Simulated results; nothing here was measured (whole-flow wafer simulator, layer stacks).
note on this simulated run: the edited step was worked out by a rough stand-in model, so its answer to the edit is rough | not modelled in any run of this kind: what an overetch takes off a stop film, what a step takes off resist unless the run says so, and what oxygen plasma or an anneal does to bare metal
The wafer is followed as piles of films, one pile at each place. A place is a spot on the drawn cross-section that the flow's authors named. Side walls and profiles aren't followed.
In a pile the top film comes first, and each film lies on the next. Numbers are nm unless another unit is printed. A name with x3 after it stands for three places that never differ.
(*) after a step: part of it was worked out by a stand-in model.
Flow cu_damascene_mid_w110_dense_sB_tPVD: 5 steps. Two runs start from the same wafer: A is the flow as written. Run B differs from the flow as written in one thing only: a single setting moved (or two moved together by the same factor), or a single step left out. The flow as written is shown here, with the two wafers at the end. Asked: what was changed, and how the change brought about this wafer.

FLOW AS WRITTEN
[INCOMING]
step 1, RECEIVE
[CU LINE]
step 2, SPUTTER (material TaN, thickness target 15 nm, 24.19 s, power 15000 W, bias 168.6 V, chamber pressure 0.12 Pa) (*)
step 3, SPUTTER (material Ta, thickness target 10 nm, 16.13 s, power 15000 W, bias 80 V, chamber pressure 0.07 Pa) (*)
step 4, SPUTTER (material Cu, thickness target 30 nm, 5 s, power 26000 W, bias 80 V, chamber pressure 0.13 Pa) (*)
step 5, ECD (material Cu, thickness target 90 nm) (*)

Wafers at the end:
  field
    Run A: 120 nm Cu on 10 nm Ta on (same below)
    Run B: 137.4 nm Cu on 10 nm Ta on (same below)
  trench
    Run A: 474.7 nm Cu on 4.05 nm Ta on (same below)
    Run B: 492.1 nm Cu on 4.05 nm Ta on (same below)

Cause: step 5, ECD: thickness target 107.4 nm was run, while the flow as written has thickness target 90 nm.

How this came from the change, step by step:
  step 5, ECD (material Cu, thickness target 90 nm) (*)
      field: A Cu gains 90 | B Cu gains 107.4
      trench: A Cu gains 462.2 | B Cu gains 479.6
